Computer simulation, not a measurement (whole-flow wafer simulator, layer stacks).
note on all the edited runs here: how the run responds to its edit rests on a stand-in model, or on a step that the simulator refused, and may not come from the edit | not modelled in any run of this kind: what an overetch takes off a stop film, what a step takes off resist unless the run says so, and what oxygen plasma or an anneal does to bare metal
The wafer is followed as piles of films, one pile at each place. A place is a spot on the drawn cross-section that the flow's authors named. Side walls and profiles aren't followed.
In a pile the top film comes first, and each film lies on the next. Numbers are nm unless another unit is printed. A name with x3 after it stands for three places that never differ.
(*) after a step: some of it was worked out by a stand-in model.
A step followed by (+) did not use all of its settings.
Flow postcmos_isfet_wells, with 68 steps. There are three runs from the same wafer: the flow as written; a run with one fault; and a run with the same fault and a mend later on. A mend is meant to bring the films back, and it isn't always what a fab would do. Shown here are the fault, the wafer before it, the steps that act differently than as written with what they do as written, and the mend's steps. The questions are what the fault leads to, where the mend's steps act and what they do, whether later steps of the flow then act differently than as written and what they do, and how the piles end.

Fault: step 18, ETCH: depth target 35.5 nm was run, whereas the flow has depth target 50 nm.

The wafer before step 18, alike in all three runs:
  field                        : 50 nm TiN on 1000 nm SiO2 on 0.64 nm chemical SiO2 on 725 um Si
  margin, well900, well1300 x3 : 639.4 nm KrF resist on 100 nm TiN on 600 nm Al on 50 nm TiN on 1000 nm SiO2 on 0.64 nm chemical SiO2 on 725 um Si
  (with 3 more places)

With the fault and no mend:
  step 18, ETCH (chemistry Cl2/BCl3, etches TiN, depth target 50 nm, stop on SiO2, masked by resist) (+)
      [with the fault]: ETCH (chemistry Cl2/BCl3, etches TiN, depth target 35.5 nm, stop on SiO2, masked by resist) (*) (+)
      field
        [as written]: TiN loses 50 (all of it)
        [with the fault]: TiN loses 35.5
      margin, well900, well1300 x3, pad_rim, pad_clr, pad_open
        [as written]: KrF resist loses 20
        [with the fault]: KrF resist loses 14.2
  Steps later in the flow that act otherwise than as written (2 other steps are not shown; they differ only slightly, by no more than 2% or 0.5 nm, whichever is larger):
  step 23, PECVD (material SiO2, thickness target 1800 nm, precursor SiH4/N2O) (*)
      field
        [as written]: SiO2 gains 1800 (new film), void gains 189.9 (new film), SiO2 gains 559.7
        [with the fault]: SiO2 gains 1800 (new film), void gains 179.3 (new film), SiO2 gains 556.2 (new film)
  By the end, the piles at field depart from the flow's by more than 2% or 0.5 nm, whichever is larger.
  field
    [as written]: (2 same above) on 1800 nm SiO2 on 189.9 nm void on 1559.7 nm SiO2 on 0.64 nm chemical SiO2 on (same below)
    [with the fault]: (2 same above) on 1800 nm SiO2 on 179.3 nm void on 556.2 nm SiO2 on 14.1 nm TiN on 1000 nm SiO2 on 0.64 nm chemical SiO2 on (same below)

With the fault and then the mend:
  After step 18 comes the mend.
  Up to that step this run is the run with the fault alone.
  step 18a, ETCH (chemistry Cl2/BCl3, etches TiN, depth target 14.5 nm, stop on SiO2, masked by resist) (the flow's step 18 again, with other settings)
      margin, well900, well1300 x3, pad_rim, pad_clr, pad_open
        KrF resist loses 5.8
      field
        TiN loses 14.5 (all of it)
  None of the later steps of the flow acts differently than as written at any place that is followed.
  At every place that both follow, the piles at the end match the flow's.
